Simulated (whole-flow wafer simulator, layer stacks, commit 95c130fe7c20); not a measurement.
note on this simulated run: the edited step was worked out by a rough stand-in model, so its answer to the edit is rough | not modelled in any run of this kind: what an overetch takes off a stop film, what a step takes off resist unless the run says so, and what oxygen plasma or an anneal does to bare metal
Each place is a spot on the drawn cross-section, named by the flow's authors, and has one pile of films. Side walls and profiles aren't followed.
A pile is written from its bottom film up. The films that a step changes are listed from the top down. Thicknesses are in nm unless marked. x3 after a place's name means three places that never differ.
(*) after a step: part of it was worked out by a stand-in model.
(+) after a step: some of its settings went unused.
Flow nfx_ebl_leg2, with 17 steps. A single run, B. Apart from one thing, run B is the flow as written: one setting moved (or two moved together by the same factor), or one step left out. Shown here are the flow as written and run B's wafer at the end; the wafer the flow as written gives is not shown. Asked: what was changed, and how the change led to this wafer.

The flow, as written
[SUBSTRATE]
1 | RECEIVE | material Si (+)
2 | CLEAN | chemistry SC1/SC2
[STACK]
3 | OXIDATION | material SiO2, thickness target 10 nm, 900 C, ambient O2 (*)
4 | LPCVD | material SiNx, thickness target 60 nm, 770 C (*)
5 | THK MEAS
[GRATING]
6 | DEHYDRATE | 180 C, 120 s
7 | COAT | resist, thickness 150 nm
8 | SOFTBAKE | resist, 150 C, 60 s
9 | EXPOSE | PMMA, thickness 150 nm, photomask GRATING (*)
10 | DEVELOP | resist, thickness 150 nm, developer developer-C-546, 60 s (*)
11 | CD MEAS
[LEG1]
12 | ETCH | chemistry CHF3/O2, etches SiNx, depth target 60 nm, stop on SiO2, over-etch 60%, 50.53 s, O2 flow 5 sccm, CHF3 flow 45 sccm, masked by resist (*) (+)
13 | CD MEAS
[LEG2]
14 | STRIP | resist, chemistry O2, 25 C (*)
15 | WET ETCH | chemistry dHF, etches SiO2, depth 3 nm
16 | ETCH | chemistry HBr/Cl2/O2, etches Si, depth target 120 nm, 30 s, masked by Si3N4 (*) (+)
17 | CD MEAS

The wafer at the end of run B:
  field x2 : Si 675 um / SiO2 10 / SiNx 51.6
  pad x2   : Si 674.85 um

Cause: step 16, ETCH: depth target 147 nm was run, whereas the flow has depth target 120 nm; step 16, ETCH: 36.8 s was run, where the flow has 30 s.

Step by step, how the change led to this:
  16 | ETCH | chemistry HBr/Cl2/O2, etches Si, depth target 120 nm, 30 s, masked by Si3N4 (*) (+)
      field x2: SiNx loses 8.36 (as written it would have been: SiNx loses 6.82)
      pad x2: Si loses 147 (as written it would have been: Si loses 120)
